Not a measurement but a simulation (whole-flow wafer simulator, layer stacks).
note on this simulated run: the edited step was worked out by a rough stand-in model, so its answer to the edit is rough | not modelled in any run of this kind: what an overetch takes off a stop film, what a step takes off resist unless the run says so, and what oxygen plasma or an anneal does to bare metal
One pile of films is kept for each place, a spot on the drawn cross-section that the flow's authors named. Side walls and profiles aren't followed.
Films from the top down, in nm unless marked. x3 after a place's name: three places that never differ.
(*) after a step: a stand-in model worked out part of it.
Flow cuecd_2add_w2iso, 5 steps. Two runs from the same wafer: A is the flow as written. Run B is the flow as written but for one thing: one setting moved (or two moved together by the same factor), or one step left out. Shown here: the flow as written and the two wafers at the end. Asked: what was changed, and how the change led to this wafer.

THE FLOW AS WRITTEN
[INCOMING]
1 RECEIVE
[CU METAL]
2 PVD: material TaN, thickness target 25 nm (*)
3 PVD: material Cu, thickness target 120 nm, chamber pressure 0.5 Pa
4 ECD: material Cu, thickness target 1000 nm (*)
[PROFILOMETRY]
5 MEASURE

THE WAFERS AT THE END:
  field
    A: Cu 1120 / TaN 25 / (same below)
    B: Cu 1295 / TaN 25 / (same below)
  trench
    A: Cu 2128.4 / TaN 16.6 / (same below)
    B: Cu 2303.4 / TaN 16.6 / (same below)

The cause: step 4, ECD: thickness target 1175 nm was run, where the flow has thickness target 1000 nm.

How the change led to this, step by step:
  4 ECD: material Cu, thickness target 1000 nm (*)
      field: A Cu +1000 | B Cu +1175
      trench: A Cu +2047.6 | B Cu +2222.6
